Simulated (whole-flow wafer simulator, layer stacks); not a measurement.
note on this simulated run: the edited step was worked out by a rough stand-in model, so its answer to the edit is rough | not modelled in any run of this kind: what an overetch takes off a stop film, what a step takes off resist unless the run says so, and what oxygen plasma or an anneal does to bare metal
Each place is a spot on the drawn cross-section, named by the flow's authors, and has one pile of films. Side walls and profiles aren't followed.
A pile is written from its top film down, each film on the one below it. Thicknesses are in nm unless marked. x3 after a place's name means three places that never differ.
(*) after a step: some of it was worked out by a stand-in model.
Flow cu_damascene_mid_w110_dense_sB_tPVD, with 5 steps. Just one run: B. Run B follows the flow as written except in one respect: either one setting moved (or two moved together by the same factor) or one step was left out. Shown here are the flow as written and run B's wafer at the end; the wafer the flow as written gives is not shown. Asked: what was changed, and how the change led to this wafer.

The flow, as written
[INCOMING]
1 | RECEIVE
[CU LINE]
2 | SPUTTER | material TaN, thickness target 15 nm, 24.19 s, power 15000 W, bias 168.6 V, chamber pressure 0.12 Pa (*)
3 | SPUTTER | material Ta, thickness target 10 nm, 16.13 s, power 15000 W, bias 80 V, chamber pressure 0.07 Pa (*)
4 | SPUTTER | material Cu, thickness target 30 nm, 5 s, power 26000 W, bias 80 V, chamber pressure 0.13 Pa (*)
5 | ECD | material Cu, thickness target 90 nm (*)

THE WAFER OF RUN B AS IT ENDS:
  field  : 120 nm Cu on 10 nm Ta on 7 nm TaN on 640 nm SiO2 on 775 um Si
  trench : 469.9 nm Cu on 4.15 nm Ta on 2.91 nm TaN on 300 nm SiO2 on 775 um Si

Cause: step 2, SPUTTER: thickness target 7 nm was run, while the flow as written has thickness target 15 nm; step 2, SPUTTER: 11.35 s was run, where the flow has 24.19 s.
The wafer lets one read it off: field has TaN 7, and step 2 as written asks for 15 nm.

How this came from the change, step by step:
  2 | SPUTTER | material TaN, thickness target 15 nm, 24.19 s, power 15000 W, bias 168.6 V, chamber pressure 0.12 Pa (*)
      field: +7 TaN (new film) (in the flow as written it would be: +15 TaN (new film))
      trench: +2.91 TaN (new film) (in the flow as written it would be: +6.23 TaN (new film))
